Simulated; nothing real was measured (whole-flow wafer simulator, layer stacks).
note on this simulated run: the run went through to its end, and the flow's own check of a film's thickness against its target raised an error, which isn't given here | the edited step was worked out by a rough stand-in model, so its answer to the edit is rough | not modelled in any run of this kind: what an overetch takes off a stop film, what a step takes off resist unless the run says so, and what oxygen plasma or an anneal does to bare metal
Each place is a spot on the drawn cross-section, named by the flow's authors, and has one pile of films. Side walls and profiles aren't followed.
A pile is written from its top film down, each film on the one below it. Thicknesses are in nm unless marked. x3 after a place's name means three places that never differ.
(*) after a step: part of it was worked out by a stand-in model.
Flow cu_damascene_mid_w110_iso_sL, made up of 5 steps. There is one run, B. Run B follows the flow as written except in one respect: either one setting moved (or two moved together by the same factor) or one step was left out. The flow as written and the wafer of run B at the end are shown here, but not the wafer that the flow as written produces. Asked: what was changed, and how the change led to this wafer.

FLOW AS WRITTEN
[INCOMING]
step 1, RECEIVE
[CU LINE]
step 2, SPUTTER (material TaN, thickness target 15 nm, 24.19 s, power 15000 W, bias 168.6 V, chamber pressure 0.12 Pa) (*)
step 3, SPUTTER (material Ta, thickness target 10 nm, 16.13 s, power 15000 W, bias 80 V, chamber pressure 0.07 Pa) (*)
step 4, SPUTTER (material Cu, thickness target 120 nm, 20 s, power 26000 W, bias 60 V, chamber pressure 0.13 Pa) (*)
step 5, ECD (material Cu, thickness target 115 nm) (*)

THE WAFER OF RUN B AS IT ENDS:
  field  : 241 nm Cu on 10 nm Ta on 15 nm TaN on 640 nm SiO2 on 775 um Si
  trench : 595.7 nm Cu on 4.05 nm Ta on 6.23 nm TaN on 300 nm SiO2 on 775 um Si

The reason: step 4, SPUTTER: thickness target 126 nm was run, though the flow has thickness target 120 nm; step 4, SPUTTER: 21 s was run, where the flow has 20 s.

The path from the change to this, step by step:
  step 4, SPUTTER (material Cu, thickness target 120 nm, 20 s, power 26000 W, bias 60 V, chamber pressure 0.13 Pa) (*)
      field: +126 Cu (new film) (it would be, as written: +120 Cu (new film))
      trench: +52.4 Cu (new film) (it would be, as written: +49.9 Cu (new film))
